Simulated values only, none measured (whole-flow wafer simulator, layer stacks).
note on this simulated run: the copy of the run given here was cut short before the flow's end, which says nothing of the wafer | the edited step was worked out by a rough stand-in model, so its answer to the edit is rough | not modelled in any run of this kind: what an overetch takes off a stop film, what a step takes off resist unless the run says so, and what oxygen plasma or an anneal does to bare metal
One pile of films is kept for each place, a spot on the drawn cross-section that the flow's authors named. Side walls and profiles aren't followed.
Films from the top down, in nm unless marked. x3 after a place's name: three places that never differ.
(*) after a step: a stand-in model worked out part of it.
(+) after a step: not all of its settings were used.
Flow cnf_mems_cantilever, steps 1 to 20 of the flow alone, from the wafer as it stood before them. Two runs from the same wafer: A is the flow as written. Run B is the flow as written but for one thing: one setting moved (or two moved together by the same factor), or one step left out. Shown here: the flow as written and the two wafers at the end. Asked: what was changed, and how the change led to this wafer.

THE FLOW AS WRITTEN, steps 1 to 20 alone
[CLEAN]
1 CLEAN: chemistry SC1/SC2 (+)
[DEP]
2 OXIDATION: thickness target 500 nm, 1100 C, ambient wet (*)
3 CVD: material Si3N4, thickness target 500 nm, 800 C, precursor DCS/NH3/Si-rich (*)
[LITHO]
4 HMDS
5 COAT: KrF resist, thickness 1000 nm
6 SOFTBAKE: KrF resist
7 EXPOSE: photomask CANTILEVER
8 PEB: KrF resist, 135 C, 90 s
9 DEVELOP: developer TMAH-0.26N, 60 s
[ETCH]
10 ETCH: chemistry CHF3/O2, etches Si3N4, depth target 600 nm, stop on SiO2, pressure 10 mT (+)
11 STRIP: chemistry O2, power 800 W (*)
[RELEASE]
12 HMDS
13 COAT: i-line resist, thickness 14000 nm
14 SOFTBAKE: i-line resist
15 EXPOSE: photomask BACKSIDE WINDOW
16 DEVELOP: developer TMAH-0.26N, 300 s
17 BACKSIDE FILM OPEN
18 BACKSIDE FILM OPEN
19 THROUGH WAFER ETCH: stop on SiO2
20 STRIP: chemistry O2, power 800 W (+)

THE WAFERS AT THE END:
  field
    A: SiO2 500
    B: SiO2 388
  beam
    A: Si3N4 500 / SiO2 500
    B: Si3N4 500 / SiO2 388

The cause: step 2, OXIDATION: thickness target 388 nm was run, where the flow has thickness target 500 nm.
It can be read off the wafer: field has SiO2 388, and step 2 as written asks for 500 nm.

How the change led to this, step by step:
  2 OXIDATION: thickness target 500 nm, 1100 C, ambient wet (*)
      field, beam: A SiO2 +500 (new film), chemical SiO2 -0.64 (all of it), Si -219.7 | B SiO2 +388 (new film), chemical SiO2 -0.64 (all of it), Si -170.4
  19 THROUGH WAFER ETCH: stop on SiO2
      field: A under 1 film: Si -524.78 um (all of it) | B under 1 film: Si -524.83 um (all of it)
      beam: A under 2 films: Si -524.78 um (all of it) | B under 2 films: Si -524.83 um (all of it)
